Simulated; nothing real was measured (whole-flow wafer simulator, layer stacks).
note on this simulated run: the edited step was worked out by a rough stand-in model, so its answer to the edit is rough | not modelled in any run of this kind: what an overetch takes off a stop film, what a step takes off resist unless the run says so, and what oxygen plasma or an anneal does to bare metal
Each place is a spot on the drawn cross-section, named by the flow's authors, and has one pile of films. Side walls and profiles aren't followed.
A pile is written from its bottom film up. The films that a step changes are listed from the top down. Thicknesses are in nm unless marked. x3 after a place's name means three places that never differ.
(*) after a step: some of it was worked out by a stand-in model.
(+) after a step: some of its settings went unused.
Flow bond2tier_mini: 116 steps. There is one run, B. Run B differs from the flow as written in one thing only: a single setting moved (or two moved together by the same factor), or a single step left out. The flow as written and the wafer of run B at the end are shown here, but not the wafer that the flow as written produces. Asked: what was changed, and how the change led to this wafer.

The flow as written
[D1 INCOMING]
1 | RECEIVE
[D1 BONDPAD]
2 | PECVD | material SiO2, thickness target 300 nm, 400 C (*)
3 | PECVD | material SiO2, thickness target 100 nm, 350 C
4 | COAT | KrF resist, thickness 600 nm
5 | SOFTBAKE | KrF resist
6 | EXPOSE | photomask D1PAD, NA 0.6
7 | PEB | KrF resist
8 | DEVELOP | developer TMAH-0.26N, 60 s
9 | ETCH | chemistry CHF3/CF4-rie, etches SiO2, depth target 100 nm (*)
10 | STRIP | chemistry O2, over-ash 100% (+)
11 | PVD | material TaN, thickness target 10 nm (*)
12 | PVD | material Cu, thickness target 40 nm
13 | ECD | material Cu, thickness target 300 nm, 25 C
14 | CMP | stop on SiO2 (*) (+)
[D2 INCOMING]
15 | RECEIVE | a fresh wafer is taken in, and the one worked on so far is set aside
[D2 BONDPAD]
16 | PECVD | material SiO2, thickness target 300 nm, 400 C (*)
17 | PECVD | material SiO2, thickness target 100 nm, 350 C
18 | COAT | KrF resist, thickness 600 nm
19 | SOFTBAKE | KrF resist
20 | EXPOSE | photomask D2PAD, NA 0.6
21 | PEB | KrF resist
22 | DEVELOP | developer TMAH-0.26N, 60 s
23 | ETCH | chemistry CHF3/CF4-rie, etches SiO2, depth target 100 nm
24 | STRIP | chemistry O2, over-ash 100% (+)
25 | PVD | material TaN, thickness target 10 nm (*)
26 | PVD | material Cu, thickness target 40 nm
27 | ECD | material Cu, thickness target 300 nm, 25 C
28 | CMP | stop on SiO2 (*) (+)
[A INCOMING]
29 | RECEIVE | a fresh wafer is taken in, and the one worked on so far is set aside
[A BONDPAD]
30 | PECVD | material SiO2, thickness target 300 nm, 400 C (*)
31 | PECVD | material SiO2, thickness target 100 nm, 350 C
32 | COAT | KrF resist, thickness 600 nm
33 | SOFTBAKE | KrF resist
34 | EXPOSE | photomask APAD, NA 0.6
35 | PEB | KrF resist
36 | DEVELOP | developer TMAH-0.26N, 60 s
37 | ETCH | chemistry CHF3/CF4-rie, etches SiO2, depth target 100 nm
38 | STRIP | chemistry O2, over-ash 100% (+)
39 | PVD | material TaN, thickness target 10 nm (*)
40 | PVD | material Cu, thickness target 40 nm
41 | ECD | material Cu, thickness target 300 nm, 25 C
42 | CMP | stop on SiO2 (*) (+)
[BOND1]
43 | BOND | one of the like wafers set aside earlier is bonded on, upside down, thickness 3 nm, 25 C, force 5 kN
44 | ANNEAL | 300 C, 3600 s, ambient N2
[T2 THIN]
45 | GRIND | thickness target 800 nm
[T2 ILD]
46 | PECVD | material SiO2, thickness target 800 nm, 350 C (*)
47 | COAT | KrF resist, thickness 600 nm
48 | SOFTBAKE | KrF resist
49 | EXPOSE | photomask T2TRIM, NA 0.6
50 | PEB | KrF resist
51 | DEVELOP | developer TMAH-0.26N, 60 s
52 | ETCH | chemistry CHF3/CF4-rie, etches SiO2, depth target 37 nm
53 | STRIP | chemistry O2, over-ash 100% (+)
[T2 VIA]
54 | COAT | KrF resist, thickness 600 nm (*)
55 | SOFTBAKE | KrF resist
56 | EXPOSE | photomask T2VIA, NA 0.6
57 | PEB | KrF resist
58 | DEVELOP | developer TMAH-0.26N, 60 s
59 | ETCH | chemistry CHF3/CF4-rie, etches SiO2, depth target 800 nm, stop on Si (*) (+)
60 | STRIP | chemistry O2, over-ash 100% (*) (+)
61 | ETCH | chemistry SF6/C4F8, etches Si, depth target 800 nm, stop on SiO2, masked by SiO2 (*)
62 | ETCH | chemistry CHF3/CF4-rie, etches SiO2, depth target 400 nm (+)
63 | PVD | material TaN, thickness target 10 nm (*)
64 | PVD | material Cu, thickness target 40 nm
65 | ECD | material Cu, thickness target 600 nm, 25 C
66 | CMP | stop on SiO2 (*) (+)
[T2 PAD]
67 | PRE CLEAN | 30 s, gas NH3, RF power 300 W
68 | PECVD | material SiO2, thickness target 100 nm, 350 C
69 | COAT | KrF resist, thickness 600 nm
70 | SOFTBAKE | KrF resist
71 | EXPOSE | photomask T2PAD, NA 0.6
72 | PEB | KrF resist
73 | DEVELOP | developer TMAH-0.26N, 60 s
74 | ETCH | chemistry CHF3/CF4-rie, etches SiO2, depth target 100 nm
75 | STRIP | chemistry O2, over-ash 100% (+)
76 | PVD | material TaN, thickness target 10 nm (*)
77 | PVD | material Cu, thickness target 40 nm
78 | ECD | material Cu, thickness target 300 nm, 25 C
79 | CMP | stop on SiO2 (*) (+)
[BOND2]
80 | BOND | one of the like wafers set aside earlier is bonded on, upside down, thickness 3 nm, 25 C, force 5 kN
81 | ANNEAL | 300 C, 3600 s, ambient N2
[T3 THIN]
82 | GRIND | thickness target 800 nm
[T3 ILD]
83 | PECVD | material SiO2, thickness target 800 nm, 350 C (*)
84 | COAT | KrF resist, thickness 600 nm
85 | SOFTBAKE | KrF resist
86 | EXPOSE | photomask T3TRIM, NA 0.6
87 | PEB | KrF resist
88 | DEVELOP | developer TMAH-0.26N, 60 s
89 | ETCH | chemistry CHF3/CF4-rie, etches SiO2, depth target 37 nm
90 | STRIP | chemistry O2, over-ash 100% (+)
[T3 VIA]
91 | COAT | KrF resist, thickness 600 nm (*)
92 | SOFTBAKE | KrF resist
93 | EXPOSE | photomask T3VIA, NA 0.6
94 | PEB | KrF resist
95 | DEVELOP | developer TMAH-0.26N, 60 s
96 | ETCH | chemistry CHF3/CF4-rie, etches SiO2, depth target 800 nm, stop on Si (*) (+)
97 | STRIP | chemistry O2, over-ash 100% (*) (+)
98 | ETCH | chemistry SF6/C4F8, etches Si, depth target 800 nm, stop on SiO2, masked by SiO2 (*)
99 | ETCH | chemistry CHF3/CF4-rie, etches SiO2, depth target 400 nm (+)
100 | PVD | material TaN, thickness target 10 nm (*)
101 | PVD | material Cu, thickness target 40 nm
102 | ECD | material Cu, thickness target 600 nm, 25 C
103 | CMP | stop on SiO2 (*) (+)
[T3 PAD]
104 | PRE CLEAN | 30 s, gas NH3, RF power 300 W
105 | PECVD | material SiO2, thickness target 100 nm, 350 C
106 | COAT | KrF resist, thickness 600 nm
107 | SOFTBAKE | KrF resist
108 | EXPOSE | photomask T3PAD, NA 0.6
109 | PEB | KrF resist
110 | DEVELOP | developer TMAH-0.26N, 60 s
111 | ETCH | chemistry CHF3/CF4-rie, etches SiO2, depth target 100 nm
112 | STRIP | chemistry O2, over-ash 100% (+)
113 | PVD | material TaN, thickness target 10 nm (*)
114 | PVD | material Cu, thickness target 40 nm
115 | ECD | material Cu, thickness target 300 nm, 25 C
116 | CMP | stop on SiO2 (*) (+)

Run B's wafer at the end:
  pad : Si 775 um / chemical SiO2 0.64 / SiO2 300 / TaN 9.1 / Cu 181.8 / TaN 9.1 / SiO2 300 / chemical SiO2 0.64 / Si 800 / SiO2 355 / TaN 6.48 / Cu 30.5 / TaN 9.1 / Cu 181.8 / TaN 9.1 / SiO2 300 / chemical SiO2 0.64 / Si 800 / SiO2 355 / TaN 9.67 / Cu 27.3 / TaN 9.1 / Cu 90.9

What caused this: step 63, PVD: thickness target 6.7 nm was run, while the flow as written has thickness target 10 nm.

The path from the change to this, step by step:
  63 | PVD | material TaN, thickness target 10 nm (*)
      field: TaN gains 6.7 (new film) (it would be, as written: TaN gains 10 (new film))
      pad: TaN gains 6.48 (new film) (it would be, as written: TaN gains 9.67 (new film))
  66 | CMP | stop on SiO2 (*) (+)
      field: Cu loses 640 (all of it), TaN loses 6.7 (all of it) (it would be, as written: Cu loses 640 (all of it), TaN loses 10 (all of it))
